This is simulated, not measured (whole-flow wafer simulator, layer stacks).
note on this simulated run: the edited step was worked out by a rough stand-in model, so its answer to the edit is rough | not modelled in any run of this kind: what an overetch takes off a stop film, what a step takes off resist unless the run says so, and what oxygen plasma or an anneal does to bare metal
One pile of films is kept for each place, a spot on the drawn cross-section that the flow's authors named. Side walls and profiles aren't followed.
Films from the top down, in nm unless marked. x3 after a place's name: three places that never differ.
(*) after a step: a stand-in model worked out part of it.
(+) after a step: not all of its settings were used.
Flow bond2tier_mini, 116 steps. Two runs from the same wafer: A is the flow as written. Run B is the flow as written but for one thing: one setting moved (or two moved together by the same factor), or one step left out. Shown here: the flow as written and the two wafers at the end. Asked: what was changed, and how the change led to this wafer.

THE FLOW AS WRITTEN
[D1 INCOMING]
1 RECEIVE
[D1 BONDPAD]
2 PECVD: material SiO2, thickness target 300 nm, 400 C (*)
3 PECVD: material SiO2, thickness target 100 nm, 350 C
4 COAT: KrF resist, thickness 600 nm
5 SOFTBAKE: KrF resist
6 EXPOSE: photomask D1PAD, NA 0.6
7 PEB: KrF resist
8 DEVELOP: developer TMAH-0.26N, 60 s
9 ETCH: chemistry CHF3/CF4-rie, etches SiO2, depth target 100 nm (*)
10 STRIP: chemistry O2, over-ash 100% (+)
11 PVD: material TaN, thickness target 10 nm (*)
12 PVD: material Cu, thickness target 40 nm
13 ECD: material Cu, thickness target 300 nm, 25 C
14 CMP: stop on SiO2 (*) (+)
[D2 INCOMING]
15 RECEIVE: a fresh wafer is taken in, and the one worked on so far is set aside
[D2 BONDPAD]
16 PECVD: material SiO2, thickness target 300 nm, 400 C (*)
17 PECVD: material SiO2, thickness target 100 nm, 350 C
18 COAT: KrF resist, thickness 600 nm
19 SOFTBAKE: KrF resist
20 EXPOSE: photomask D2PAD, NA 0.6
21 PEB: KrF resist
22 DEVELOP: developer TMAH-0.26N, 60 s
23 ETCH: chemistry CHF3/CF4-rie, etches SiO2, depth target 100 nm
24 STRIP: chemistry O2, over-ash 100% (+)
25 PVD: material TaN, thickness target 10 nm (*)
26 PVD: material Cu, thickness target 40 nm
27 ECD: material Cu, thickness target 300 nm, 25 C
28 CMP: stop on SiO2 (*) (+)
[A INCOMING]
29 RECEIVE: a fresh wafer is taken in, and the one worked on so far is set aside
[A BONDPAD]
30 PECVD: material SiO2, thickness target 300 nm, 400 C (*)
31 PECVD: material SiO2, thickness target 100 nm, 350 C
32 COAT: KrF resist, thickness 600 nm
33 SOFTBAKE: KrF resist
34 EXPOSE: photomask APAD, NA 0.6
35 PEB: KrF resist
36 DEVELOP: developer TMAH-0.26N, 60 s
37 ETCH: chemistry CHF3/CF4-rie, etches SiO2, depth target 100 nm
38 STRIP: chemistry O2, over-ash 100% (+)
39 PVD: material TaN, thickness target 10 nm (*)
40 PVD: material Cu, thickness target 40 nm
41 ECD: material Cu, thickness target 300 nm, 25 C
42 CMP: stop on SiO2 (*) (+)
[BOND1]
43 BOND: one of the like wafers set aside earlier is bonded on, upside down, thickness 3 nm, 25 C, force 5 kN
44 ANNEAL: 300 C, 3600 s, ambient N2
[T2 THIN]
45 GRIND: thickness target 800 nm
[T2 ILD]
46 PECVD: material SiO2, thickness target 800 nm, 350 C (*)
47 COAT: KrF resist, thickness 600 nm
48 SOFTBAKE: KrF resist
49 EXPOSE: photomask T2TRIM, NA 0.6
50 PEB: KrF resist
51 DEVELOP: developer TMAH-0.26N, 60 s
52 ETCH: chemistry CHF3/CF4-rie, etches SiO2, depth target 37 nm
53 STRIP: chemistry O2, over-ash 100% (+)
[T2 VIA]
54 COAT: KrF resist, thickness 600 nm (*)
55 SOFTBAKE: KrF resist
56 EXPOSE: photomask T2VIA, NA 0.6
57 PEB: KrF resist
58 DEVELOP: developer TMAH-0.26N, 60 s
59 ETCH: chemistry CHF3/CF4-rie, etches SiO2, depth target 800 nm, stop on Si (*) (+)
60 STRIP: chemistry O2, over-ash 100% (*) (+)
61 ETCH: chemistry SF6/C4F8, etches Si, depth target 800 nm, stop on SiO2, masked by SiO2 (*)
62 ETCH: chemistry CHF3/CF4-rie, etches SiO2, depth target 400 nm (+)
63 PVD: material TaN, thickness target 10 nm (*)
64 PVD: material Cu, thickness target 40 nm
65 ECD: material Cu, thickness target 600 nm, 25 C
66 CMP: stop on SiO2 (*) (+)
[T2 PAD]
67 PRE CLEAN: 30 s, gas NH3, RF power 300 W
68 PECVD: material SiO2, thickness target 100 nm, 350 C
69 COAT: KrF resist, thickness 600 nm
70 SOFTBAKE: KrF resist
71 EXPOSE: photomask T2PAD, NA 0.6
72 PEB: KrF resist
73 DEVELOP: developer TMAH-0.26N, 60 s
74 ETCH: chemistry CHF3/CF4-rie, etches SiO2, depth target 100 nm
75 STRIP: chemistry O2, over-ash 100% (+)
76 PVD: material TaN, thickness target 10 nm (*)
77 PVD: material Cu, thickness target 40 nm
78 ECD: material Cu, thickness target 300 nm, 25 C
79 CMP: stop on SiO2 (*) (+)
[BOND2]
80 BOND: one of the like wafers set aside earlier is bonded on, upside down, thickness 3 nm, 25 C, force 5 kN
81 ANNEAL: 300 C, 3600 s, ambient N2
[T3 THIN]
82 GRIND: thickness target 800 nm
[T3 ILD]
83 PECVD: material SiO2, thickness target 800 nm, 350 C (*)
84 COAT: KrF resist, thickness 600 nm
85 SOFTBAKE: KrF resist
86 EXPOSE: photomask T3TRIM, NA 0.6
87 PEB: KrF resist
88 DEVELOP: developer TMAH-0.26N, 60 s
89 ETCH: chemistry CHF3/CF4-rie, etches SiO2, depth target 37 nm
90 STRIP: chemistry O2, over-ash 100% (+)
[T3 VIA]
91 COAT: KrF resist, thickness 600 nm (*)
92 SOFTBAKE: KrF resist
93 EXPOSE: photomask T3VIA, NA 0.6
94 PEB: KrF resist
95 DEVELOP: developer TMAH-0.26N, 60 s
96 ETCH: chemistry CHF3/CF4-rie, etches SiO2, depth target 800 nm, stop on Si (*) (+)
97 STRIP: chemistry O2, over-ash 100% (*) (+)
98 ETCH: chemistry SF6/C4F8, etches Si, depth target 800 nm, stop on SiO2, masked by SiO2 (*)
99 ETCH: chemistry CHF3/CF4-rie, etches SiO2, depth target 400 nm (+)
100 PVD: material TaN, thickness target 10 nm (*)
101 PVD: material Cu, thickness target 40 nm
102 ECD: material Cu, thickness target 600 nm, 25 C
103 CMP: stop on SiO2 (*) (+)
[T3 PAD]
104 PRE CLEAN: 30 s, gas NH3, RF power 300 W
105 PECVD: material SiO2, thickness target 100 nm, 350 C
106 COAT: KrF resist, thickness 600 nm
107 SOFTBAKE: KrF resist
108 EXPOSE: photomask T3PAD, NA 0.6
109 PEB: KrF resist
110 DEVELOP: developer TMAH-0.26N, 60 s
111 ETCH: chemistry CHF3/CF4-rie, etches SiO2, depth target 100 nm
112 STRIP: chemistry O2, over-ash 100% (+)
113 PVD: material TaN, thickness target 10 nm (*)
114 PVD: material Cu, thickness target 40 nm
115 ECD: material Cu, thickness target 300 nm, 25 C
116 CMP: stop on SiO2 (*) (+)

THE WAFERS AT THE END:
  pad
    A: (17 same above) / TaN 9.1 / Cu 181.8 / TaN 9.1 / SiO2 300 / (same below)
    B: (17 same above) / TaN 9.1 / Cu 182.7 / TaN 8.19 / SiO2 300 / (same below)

The cause: step 39, PVD: thickness target 9 nm was run, where the flow has thickness target 10 nm.

How the change led to this, step by step:
  39 PVD: material TaN, thickness target 10 nm (*)
      field: A TaN +10 (new film) | B TaN +9 (new film)
      pad: A TaN +9.1 (new film) | B TaN +8.19 (new film)
      (and at 1 more place)
  42 CMP: stop on SiO2 (*) (+)
      field: A Cu -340 (all of it), TaN -10 (all of it) | B Cu -340 (all of it), TaN -9 (all of it)
